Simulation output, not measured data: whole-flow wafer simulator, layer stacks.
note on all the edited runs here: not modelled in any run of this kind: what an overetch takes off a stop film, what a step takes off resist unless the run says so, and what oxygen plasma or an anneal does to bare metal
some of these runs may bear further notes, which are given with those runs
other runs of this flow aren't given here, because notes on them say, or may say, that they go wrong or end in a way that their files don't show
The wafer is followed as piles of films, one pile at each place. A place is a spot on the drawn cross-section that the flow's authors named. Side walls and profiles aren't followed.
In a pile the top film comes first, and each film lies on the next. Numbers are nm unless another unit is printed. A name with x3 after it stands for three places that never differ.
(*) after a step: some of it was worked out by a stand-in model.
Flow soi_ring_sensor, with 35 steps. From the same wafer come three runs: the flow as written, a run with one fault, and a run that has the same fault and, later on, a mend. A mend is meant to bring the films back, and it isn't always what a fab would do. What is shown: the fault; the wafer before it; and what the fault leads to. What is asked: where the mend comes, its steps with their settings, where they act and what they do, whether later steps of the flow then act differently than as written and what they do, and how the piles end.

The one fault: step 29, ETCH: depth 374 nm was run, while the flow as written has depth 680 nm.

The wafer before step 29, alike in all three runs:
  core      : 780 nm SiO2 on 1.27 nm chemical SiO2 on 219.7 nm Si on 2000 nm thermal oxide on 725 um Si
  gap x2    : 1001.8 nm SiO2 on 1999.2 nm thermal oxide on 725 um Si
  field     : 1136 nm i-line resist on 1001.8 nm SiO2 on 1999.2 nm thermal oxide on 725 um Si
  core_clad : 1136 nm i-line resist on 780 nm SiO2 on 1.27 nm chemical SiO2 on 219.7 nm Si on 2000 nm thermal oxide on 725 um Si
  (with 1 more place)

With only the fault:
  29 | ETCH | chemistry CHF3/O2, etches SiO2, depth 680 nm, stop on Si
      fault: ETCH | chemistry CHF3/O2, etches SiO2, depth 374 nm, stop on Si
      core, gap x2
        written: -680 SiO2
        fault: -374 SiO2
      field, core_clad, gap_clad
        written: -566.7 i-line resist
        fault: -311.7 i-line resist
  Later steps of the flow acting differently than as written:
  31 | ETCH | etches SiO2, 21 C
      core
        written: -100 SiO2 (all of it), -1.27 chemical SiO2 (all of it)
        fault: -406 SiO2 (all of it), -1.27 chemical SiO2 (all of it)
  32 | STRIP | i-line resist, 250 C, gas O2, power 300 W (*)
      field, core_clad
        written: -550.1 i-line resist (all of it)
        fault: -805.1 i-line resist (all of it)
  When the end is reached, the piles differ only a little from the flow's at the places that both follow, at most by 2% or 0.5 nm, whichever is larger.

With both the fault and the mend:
  The mend follows step 29.
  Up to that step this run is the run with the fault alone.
  29a | ETCH | chemistry CHF3/O2, etches SiO2, depth 306 nm, stop on Si (a further turn of the flow's step 29, with different settings)
      core, gap x2
        -306 SiO2
      field, core_clad, gap_clad
        -255 i-line resist
  Later steps of the flow that are run all act as written at every place that is followed.
  At every place that both follow, the piles at the end match the flow's.
